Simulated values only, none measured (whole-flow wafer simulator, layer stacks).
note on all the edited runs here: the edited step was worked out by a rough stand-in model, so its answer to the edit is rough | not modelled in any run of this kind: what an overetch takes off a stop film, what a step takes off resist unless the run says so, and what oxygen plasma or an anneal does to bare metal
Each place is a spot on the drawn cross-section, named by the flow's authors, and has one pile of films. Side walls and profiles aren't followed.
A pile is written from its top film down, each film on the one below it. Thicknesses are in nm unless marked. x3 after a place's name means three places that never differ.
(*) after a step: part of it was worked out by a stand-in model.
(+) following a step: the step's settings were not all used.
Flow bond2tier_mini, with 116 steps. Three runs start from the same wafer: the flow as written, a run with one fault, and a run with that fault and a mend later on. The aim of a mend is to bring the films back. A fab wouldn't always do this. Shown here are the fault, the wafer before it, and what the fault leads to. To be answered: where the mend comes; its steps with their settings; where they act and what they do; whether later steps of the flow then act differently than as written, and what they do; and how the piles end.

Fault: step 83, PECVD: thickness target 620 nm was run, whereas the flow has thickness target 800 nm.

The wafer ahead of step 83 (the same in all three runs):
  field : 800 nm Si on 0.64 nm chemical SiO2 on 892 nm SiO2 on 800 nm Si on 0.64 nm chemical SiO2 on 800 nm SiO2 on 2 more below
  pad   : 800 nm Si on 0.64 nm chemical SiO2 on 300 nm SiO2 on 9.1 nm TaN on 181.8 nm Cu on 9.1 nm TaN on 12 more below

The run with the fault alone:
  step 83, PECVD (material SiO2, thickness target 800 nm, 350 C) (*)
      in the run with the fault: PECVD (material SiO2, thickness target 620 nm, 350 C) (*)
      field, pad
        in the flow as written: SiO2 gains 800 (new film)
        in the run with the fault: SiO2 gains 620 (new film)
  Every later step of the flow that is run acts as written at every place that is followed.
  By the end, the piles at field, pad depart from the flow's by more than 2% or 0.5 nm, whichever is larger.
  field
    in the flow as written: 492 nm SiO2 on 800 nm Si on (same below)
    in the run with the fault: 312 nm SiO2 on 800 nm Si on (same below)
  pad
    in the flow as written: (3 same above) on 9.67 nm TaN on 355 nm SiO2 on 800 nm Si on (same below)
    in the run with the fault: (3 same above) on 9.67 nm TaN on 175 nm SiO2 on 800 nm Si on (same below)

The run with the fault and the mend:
  The mend follows step 88.
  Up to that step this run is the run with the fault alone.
  step 88a, STRIP (chemistry O2, over-ash 100%) (+)
      field
        KrF resist loses 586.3 (all of it)
  step 88b, PECVD (material SiO2, thickness target 180 nm, 350 C) (the flow's step 83 again, with other settings)
      field, pad
        SiO2 gains 180
  step 88c, COAT (KrF resist, thickness 600 nm) (the flow's step 84 again)
      field, pad
        KrF resist gains 600 (new film)
  step 88d, SOFTBAKE (KrF resist) (the flow's step 85 again)
      alters no film at any place that is followed
  step 88e, EXPOSE (photomask T3TRIM, NA 0.6) (the flow's step 86 again)
      alters no film at any place that is followed
  step 88f, PEB (KrF resist) (the flow's step 87 again)
      alters no film at any place that is followed
  step 88g, DEVELOP (developer TMAH-0.26N, 60 s) (the flow's step 88 again)
      field
        KrF resist loses 13.7
      pad
        KrF resist loses 600 (all of it)
  Every later step of the flow that is run acts as written at every place that is followed.
  At every place that both follow, the piles at the end match the flow's.
